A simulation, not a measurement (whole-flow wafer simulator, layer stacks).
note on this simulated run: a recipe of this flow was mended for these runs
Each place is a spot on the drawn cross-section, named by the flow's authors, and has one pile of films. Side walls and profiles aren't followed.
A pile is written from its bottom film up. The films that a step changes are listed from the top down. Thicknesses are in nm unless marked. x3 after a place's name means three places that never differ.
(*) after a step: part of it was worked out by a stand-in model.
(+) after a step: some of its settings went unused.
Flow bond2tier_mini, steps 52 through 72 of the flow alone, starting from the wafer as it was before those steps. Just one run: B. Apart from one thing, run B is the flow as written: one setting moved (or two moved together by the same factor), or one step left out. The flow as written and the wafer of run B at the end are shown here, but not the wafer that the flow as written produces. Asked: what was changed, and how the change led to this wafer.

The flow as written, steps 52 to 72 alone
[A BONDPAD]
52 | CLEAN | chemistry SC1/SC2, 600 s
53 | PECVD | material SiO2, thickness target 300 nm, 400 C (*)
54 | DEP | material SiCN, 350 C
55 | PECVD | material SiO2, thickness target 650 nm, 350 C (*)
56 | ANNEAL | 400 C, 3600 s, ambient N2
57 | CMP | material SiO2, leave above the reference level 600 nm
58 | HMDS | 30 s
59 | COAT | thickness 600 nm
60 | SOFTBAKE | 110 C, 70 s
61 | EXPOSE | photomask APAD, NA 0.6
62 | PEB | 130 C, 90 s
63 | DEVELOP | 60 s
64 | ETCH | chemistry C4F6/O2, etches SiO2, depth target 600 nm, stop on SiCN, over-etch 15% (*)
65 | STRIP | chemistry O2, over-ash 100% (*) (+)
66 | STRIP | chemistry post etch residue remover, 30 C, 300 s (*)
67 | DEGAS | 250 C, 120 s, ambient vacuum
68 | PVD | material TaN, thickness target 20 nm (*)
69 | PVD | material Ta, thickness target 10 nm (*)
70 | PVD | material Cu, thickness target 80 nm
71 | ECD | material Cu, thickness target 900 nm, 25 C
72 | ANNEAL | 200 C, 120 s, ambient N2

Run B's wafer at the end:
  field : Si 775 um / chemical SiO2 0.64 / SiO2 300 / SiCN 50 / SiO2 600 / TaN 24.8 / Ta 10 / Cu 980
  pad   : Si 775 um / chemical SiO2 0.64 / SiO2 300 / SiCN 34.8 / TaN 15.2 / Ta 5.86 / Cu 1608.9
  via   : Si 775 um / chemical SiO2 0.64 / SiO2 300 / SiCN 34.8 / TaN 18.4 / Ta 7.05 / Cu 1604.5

What caused this: step 68, PVD: thickness target 24.8 nm was run, whereas the flow has thickness target 20 nm.
The wafer lets one read it off: field has TaN 24.8, and step 68 as written asks for 20 nm.

How this came from the change, step by step:
  68 | PVD | material TaN, thickness target 20 nm (*)
      field: TaN gains 24.8 (new film) (as written it would have been: TaN gains 20 (new film))
      pad: TaN gains 15.2 (new film) (as written it would have been: TaN gains 12.3 (new film))
      (as well as at 1 more place)
